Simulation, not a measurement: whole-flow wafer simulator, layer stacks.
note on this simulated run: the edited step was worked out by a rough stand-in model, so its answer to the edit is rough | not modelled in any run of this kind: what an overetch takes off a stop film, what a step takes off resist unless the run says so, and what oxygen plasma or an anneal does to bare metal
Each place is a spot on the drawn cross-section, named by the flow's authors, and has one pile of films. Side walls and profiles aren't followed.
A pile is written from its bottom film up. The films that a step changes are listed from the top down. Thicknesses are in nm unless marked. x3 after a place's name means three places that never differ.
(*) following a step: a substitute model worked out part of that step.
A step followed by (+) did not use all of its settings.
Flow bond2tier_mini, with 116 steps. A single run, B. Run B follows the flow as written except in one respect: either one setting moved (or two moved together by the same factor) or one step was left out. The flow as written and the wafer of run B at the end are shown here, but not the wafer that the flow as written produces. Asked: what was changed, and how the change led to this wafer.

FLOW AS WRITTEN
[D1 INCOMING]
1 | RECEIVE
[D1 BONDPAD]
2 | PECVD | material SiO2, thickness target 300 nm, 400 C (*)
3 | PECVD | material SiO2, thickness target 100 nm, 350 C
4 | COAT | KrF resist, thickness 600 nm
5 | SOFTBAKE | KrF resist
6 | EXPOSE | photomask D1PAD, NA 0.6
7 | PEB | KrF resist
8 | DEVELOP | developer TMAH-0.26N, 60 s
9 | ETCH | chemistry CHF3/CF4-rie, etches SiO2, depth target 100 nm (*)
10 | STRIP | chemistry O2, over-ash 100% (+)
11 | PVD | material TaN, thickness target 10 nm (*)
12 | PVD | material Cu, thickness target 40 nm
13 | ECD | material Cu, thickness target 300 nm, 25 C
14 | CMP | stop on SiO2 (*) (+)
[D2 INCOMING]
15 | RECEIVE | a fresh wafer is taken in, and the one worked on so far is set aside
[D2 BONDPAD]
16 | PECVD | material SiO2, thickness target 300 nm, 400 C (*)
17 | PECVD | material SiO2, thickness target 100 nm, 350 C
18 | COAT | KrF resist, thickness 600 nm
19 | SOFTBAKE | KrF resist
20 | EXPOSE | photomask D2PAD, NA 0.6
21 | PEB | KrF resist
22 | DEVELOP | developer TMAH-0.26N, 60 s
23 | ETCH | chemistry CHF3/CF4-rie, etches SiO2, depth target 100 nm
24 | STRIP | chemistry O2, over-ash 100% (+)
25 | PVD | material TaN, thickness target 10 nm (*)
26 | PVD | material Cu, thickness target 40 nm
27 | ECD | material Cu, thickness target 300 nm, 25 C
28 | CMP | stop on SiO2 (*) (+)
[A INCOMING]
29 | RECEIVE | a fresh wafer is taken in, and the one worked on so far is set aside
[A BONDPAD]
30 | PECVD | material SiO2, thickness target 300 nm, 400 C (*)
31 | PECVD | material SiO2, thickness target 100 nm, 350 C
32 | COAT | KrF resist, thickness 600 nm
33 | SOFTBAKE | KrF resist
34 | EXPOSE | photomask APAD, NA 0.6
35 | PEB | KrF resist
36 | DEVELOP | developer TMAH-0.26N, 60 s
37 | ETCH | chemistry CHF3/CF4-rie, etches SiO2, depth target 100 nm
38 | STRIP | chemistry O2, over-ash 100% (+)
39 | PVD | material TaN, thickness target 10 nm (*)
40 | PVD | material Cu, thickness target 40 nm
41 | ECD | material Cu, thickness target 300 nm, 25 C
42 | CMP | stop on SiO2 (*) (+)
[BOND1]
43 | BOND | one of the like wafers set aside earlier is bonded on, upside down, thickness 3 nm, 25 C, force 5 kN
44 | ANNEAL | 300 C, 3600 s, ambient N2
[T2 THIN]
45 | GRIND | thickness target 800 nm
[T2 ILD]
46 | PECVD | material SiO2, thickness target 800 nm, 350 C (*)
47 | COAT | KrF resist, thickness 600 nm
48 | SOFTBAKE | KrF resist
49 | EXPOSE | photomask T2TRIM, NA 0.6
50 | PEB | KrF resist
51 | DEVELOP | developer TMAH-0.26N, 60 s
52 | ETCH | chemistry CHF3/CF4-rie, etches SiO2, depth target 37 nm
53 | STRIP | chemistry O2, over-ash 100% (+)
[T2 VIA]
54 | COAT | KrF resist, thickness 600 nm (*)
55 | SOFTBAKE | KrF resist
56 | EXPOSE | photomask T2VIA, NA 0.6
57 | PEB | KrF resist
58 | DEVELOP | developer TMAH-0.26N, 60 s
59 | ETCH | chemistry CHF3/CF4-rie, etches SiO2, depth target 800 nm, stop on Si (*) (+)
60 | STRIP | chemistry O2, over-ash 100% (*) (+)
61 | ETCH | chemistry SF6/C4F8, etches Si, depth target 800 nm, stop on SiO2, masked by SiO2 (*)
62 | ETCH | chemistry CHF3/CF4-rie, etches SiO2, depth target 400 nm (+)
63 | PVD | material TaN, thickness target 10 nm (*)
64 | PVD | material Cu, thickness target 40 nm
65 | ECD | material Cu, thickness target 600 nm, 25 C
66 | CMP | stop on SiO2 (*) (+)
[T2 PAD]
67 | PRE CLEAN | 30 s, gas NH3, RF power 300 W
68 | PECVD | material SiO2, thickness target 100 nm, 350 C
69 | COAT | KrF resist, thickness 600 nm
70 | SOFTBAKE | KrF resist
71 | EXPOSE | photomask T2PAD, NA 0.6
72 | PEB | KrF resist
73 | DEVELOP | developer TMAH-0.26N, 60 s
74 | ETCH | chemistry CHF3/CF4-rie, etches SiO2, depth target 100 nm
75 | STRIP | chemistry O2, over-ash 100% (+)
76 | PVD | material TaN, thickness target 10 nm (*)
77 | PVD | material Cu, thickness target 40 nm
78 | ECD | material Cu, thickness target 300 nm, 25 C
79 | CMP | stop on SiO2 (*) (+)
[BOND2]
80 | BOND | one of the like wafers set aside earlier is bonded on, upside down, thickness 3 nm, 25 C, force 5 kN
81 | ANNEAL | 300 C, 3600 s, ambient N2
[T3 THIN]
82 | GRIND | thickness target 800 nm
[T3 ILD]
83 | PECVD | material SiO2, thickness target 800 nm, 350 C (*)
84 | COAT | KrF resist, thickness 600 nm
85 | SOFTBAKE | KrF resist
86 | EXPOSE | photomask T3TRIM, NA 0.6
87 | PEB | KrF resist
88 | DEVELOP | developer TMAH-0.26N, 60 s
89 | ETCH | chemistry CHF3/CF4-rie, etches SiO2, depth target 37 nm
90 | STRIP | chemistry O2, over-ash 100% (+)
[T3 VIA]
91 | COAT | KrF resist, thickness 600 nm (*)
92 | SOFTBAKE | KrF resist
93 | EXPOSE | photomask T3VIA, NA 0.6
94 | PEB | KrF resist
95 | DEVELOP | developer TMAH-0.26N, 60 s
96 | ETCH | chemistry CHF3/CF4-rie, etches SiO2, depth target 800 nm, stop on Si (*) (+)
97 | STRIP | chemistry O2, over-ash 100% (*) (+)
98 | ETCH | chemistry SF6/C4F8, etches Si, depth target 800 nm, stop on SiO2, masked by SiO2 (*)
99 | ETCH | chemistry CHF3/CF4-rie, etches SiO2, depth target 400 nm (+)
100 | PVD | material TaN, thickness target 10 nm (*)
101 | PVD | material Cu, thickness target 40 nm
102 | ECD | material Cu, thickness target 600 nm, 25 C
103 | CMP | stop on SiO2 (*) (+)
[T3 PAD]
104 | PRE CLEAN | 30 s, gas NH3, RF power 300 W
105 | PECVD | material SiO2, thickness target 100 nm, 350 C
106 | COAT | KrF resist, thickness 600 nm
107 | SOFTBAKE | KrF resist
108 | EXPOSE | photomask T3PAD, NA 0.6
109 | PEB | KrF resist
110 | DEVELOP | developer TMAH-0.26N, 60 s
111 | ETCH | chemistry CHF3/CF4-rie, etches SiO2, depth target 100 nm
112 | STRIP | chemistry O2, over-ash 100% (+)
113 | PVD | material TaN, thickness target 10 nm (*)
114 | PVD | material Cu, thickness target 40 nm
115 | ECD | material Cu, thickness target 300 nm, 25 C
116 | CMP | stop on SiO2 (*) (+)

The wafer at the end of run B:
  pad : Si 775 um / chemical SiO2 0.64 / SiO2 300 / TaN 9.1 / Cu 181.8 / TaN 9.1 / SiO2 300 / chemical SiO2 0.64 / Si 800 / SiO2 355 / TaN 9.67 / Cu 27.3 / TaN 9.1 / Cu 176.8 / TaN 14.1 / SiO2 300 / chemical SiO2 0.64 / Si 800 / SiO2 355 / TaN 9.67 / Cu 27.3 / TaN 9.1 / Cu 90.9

What caused this: step 25, PVD: thickness target 15.5 nm was run, though the flow has thickness target 10 nm.

How this came from the change, step by step:
  25 | PVD | material TaN, thickness target 10 nm (*)
      field: TaN gains 15.5 (new film) (as written it would have been: TaN gains 10 (new film))
      pad: TaN gains 14.1 (new film) (as written it would have been: TaN gains 9.1 (new film))
      (and at 1 other place as well)
  28 | CMP | stop on SiO2 (*) (+)
      field: Cu loses 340 (all of it), TaN loses 15.5 (all of it) (as written it would have been: Cu loses 340 (all of it), TaN loses 10 (all of it))
  80 | BOND | one of the like wafers set aside earlier is bonded on, upside down, thickness 3 nm, 25 C, force 5 kN
      pad: Si gains 775 um (new film), chemical SiO2 gains 0.64 (new film), SiO2 gains 300 (new film), TaN gains 14.1 (new film), Cu gains 85.9 (as written it would have been: Si gains 775 um (new film), chemical SiO2 gains 0.64 (new film), SiO2 gains 300 (new film), TaN gains 9.1 (new film), Cu gains 90.9)
